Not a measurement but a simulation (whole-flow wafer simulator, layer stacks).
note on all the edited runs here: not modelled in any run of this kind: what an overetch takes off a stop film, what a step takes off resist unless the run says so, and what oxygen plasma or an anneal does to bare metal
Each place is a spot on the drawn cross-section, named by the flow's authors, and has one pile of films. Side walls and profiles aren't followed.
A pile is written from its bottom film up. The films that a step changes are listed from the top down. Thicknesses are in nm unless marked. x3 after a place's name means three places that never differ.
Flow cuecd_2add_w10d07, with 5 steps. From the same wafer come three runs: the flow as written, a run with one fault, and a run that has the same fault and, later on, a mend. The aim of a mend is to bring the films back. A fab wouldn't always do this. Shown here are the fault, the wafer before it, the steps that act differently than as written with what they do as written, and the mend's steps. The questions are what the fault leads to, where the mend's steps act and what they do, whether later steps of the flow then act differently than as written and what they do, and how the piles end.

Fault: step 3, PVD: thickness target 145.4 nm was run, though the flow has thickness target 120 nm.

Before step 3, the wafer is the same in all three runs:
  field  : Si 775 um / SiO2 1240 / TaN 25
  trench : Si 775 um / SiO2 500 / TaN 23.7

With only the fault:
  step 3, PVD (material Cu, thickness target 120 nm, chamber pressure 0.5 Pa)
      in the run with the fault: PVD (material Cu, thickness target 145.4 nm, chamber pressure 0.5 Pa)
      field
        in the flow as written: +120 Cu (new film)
        in the run with the fault: +145.4 Cu (new film)
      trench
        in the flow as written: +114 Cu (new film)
        in the run with the fault: +138.2 Cu (new film)
  Later steps of the flow that are run all act as written at every place that is followed.
  By the end, the piles at field, trench depart from the flow's by more than 2% or 0.5 nm, whichever is larger.
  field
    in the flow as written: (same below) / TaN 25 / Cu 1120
    in the run with the fault: (same below) / TaN 25 / Cu 1145.4
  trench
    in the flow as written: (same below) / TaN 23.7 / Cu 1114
    in the run with the fault: (same below) / TaN 23.7 / Cu 1138.2

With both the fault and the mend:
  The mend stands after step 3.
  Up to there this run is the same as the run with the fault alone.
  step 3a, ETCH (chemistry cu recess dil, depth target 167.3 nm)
      field
        -145.4 Cu (all of it)
      trench
        -138.2 Cu (all of it)
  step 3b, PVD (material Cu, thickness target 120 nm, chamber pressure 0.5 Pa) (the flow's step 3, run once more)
      field
        +120 Cu (new film)
      trench
        +114 Cu (new film)
  Later steps of the flow that are run all act as written at every place that is followed.
  By the end, the piles equal the flow's at every place that both follow.
